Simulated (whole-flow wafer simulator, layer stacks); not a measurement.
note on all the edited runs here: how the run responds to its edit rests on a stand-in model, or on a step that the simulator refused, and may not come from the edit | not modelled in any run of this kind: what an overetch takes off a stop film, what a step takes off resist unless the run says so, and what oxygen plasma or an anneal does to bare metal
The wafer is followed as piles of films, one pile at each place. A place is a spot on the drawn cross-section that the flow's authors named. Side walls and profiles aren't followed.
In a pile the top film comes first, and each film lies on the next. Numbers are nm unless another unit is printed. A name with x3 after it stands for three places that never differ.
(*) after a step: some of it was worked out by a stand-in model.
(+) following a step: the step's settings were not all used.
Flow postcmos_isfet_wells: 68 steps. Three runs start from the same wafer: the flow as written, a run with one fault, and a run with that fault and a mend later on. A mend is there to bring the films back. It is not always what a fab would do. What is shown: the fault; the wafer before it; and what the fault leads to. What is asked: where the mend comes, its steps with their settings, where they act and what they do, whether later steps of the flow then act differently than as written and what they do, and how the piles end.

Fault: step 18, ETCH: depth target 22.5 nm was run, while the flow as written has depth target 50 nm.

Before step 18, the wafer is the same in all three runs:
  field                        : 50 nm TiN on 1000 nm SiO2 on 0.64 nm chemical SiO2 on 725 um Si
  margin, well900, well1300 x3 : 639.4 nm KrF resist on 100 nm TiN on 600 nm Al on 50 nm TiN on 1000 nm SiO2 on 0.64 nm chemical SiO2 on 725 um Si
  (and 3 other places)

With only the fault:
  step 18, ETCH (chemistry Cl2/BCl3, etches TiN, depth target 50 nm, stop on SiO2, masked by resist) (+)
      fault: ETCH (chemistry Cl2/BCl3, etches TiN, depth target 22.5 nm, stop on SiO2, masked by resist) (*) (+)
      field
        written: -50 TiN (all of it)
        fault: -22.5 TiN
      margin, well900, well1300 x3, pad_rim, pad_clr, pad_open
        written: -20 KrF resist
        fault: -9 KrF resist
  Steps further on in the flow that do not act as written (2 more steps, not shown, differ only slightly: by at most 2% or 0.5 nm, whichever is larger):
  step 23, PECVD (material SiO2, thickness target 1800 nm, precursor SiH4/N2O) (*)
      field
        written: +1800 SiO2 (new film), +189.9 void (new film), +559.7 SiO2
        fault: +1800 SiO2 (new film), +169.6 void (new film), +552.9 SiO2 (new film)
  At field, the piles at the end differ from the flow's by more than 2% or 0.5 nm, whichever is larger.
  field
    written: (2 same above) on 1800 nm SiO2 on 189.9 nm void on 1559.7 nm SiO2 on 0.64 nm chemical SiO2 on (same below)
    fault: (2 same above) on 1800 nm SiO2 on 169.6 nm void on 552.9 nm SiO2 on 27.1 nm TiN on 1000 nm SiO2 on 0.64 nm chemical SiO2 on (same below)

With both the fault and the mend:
  The mend stands after step 18.
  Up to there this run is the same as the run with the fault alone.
  step 18a, ETCH (chemistry Cl2/BCl3, etches TiN, depth target 27.5 nm, stop on SiO2, masked by resist) (a further turn of the flow's step 18, with different settings)
      margin, well900, well1300 x3, pad_rim, pad_clr, pad_open
        -11 KrF resist
      field
        -27.5 TiN (all of it)
  Every later step of the flow that is run acts as written at every place that is followed.
  At every place that both follow, the piles at the end match the flow's.
